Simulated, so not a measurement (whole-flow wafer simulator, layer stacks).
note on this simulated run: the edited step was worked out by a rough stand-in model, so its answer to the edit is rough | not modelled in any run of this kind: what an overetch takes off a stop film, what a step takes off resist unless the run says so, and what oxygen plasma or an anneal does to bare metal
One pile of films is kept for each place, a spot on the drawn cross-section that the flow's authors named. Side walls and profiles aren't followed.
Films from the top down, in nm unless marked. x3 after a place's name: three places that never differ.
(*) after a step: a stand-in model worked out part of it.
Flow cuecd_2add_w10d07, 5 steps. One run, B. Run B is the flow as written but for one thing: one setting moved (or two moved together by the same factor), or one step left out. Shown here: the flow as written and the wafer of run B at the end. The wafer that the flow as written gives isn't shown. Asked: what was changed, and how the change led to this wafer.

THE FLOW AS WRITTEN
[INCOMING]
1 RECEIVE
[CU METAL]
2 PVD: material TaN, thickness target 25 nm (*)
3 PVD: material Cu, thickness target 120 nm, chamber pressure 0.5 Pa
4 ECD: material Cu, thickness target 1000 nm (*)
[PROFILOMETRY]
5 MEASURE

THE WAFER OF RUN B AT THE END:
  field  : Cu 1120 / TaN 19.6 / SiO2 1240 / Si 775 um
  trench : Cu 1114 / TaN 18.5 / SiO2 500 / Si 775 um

The cause: step 2, PVD: thickness target 19.6 nm was run, where the flow has thickness target 25 nm.
It can be read off the wafer: field has TaN 19.6, and step 2 as written asks for 25 nm.

How the change led to this, step by step:
  2 PVD: material TaN, thickness target 25 nm (*)
      field: TaN +19.6 (new film) (as written it would be: TaN +25 (new film))
      trench: TaN +18.5 (new film) (as written it would be: TaN +23.7 (new film))
